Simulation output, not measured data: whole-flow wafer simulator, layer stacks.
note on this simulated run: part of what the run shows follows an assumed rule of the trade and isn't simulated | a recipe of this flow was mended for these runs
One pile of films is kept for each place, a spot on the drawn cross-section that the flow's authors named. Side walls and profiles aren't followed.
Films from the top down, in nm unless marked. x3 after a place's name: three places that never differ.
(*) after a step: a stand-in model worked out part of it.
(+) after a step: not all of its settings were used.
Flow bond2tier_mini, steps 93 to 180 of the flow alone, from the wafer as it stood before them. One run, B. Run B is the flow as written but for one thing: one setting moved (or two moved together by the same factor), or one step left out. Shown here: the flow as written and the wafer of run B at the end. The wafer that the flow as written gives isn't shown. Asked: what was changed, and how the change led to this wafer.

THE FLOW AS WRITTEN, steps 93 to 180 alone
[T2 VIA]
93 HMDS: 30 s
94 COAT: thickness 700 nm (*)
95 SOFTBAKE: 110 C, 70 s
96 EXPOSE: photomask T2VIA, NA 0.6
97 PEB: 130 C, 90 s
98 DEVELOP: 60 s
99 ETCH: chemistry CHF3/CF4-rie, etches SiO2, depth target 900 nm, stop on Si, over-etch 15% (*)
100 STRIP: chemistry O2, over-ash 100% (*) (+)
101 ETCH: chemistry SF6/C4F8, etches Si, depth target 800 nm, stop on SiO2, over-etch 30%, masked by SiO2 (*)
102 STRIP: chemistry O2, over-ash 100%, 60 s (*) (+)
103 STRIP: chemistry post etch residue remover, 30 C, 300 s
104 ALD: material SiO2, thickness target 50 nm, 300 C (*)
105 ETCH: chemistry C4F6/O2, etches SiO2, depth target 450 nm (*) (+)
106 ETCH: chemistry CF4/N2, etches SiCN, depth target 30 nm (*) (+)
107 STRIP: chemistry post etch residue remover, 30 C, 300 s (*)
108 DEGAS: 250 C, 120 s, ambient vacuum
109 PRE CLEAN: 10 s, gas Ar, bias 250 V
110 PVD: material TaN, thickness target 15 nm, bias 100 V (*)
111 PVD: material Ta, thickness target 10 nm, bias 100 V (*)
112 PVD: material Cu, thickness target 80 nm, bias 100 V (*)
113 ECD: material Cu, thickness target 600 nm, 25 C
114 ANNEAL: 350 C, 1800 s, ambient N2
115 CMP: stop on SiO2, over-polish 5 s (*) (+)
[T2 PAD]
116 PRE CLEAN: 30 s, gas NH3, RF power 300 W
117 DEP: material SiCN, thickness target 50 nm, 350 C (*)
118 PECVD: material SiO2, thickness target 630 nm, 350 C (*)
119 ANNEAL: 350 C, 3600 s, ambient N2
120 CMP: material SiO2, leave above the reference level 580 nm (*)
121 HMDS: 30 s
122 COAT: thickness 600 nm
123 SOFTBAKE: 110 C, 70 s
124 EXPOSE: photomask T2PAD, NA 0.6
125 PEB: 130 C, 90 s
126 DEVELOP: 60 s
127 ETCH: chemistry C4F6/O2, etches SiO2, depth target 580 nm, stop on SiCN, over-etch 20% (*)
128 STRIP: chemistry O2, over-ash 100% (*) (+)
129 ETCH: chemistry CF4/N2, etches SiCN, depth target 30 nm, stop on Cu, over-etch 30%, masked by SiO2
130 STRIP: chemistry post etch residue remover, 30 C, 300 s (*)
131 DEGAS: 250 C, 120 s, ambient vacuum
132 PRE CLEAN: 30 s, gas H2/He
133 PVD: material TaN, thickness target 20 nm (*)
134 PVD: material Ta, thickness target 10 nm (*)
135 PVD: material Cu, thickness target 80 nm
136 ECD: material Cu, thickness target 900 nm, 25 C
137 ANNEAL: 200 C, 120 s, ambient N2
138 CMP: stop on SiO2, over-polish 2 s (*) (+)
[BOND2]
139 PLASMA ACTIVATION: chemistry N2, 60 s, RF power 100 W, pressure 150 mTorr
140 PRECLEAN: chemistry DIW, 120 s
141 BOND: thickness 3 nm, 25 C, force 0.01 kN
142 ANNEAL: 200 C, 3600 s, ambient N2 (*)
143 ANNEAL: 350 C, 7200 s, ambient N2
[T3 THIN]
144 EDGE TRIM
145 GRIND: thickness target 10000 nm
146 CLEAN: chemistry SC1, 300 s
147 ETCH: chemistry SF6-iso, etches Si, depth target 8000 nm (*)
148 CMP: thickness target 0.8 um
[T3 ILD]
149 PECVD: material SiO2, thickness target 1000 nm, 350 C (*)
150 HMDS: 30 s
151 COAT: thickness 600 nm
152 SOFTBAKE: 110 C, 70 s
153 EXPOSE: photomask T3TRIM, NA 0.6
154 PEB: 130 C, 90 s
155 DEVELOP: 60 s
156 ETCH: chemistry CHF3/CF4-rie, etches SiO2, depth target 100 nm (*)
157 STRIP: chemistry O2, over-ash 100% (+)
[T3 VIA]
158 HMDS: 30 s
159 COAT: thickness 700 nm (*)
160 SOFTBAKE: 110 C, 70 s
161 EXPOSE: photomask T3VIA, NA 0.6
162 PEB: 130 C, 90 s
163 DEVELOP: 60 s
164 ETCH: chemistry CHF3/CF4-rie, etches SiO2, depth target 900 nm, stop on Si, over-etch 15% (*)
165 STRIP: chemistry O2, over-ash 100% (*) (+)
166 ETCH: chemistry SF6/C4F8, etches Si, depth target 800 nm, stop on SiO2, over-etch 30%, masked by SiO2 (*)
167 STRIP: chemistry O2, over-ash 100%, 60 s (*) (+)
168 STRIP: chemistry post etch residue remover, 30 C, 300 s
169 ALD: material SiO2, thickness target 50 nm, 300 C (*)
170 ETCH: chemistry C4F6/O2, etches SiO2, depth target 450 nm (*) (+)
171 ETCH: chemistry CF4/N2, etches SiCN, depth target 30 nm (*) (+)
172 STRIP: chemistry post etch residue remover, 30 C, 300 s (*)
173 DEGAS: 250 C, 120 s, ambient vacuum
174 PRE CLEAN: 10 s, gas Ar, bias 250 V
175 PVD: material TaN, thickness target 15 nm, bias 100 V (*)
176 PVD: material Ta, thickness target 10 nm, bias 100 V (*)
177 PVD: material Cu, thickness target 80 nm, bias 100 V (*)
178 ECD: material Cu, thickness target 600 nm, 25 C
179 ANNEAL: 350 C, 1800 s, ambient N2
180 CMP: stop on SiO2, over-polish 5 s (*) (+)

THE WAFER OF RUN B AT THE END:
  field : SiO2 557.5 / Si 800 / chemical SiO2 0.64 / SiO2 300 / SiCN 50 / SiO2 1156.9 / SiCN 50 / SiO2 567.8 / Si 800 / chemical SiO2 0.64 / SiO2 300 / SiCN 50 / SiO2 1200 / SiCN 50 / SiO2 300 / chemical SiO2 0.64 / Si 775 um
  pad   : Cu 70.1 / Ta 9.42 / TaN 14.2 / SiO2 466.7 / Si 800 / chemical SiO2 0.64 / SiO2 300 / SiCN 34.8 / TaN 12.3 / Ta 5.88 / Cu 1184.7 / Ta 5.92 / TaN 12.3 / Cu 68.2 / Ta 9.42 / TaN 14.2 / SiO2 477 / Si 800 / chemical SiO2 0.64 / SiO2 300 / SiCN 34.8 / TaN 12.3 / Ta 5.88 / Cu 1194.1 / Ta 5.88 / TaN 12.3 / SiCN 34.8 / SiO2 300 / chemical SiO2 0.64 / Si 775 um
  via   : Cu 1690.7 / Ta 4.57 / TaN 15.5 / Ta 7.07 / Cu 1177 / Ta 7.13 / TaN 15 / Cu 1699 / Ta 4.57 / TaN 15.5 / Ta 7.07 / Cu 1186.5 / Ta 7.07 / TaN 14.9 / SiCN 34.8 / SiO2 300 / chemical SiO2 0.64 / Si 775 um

The cause: step 100, STRIP: chemistry O2, over-ash 100% (*) (+), was left out.

How the change led to this, step by step:
  101 ETCH: chemistry SF6/C4F8, etches Si, depth target 800 nm, stop on SiO2, over-etch 30%, masked by SiO2 (*)
      field, pad: thick-KrF-resist -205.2 (as written it would be: SiO2 -10.3)
  102 STRIP: chemistry O2, over-ash 100%, 60 s (*) (+)
      field: thick-KrF-resist -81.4 (all of it) (as written it would be: nothing)
      pad: thick-KrF-resist -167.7 (all of it) (as written it would be: nothing)
